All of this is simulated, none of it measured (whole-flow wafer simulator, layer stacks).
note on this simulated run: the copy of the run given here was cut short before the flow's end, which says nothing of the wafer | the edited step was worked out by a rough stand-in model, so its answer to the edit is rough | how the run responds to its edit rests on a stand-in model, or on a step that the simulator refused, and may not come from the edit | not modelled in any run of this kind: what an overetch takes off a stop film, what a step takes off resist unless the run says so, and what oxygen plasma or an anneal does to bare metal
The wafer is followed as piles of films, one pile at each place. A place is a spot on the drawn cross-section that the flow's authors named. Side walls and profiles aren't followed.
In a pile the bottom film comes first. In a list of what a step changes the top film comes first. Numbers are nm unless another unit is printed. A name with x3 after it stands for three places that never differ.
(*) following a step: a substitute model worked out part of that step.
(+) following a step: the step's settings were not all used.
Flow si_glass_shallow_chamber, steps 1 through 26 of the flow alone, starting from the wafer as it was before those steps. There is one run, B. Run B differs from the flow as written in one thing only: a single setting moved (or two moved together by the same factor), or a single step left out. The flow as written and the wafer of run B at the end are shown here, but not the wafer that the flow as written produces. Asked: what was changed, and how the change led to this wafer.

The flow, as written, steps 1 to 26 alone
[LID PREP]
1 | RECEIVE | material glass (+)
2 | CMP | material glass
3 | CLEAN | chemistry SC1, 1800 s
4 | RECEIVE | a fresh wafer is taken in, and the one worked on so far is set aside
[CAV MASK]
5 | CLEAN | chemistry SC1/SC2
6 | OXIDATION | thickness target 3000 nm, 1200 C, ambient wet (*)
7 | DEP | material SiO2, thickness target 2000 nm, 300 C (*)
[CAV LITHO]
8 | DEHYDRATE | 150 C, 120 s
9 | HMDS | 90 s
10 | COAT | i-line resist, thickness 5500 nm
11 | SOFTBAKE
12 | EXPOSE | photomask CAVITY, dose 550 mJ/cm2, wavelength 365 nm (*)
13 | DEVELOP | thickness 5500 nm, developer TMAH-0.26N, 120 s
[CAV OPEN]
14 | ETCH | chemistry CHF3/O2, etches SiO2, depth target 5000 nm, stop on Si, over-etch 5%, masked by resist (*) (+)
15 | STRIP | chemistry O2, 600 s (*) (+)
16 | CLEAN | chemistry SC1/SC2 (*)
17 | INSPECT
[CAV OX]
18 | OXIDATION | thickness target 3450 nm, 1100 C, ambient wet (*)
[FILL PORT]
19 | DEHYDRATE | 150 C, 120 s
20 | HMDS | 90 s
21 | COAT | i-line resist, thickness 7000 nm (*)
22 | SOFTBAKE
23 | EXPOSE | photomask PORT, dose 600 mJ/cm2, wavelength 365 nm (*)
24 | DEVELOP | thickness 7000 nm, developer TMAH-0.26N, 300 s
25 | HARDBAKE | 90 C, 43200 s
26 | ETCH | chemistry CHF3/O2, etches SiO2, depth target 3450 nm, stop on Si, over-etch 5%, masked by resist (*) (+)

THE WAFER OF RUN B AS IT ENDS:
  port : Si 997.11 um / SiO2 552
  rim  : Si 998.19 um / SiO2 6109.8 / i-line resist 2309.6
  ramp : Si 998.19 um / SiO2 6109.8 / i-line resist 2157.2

The reason: step 26, ETCH: depth target 2760 nm was run, whereas the flow has depth target 3450 nm.

How this came from the change, step by step:
  26 | ETCH | chemistry CHF3/O2, etches SiO2, depth target 3450 nm, stop on Si, over-etch 5%, masked by resist (*) (+)
      port: SiO2 loses 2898 (it would be, as written: SiO2 loses 3450 (all of it), Si loses 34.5)
      rim, ramp, cav, ring: i-line resist loses 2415 (it would be, as written: i-line resist loses 3018.8)
      (and at 1 other place as well)
